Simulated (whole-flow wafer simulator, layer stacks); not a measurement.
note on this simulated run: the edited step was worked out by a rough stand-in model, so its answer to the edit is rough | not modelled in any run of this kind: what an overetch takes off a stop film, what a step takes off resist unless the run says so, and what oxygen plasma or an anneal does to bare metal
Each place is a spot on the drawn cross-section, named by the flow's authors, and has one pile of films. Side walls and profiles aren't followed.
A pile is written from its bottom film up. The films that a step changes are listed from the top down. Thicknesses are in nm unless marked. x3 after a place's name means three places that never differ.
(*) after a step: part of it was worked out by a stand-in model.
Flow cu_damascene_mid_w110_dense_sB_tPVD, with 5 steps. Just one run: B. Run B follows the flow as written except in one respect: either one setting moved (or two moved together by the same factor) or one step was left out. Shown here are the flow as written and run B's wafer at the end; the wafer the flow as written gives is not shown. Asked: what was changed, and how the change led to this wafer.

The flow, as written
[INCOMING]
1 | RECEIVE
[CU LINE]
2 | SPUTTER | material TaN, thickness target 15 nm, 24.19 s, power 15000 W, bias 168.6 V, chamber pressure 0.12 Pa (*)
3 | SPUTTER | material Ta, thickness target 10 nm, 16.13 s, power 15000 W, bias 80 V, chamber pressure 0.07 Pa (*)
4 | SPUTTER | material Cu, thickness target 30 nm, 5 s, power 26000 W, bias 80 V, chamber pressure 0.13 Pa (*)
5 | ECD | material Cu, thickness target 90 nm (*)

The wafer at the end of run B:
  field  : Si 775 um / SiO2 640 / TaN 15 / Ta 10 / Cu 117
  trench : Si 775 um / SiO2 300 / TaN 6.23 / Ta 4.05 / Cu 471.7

Cause: step 4, SPUTTER: thickness target 27 nm was run, while the flow as written has thickness target 30 nm; step 4, SPUTTER: 4.5 s was run, where the flow has 5 s.

The path from the change to this, step by step:
  4 | SPUTTER | material Cu, thickness target 30 nm, 5 s, power 26000 W, bias 80 V, chamber pressure 0.13 Pa (*)
      field: Cu gains 27 (new film) (it would be, as written: Cu gains 30 (new film))
      trench: Cu gains 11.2 (new film) (it would be, as written: Cu gains 12.5 (new film))
